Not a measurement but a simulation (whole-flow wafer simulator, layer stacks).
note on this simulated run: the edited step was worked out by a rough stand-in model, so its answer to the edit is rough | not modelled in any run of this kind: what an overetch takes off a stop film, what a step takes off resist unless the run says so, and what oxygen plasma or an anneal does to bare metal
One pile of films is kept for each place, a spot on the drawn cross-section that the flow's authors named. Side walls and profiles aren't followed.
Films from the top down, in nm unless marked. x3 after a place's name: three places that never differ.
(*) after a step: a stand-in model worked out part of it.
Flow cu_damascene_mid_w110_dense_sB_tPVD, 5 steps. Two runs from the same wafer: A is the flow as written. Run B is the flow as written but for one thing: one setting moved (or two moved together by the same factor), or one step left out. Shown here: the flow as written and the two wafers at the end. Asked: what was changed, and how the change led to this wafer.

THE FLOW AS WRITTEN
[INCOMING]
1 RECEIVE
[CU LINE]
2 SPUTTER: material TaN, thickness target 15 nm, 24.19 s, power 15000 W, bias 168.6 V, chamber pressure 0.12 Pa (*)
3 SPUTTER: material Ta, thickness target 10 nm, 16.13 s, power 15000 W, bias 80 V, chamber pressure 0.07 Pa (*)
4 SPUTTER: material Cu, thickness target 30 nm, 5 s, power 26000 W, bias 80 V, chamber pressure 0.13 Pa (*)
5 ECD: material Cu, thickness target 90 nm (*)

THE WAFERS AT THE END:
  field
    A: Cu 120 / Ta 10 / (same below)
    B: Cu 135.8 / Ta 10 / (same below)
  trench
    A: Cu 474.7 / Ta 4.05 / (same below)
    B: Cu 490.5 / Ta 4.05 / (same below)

The cause: step 5, ECD: thickness target 105.8 nm was run, where the flow has thickness target 90 nm.

How the change led to this, step by step:
  5 ECD: material Cu, thickness target 90 nm (*)
      field: A Cu +90 | B Cu +105.8
      trench: A Cu +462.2 | B Cu +478
